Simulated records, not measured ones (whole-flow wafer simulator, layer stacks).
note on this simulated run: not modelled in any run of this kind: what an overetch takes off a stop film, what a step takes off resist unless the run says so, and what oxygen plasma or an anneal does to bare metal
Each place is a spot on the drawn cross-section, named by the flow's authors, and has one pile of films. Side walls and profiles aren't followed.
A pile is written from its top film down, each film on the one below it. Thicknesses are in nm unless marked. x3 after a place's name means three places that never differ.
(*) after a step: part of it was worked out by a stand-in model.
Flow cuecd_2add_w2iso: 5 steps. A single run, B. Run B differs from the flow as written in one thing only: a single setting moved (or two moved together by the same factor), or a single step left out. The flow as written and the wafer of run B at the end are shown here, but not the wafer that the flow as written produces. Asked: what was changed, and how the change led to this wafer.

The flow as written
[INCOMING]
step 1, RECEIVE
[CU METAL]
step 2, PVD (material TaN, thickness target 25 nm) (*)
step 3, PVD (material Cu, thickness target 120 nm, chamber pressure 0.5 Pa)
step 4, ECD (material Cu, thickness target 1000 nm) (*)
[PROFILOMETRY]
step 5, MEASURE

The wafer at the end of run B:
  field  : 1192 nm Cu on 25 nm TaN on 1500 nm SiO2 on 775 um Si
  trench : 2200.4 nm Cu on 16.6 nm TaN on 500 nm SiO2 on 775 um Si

What caused this: step 3, PVD: thickness target 192 nm was run, while the flow as written has thickness target 120 nm.

Step by step, how the change led to this:
  step 3, PVD (material Cu, thickness target 120 nm, chamber pressure 0.5 Pa)
      field: +192 Cu (new film) (as written it would have been: +120 Cu (new film))
      trench: +128.8 Cu (new film) (as written it would have been: +80.8 Cu (new film))
